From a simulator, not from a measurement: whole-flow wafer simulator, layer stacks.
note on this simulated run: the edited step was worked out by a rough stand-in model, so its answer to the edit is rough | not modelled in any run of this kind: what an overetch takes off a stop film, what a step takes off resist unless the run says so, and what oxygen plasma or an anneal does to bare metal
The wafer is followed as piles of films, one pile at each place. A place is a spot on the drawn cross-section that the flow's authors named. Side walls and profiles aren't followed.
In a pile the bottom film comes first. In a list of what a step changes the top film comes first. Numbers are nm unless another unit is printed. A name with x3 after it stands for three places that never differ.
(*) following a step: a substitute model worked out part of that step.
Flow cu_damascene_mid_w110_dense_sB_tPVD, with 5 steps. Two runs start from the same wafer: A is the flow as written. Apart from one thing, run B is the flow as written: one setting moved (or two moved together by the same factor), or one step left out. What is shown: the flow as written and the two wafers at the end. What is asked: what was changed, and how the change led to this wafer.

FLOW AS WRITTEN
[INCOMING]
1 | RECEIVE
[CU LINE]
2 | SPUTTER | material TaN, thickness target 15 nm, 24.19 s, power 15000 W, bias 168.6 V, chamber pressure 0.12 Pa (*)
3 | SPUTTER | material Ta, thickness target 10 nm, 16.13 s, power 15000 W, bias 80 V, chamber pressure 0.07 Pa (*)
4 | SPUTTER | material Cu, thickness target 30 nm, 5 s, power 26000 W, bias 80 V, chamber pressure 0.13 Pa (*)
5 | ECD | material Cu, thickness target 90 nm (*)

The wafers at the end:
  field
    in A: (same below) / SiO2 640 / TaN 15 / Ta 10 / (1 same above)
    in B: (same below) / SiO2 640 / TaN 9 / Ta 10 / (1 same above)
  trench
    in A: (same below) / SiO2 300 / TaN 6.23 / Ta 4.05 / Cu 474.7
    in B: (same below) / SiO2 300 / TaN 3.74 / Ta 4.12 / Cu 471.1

The reason: step 2, SPUTTER: 14.51 s was run, whereas the flow has 24.19 s.

Step by step, how the change led to this:
  2 | SPUTTER | material TaN, thickness target 15 nm, 24.19 s, power 15000 W, bias 168.6 V, chamber pressure 0.12 Pa (*)
      field: A TaN gains 15 (new film) | B TaN gains 9 (new film)
      trench: A TaN gains 6.23 (new film) | B TaN gains 3.74 (new film)
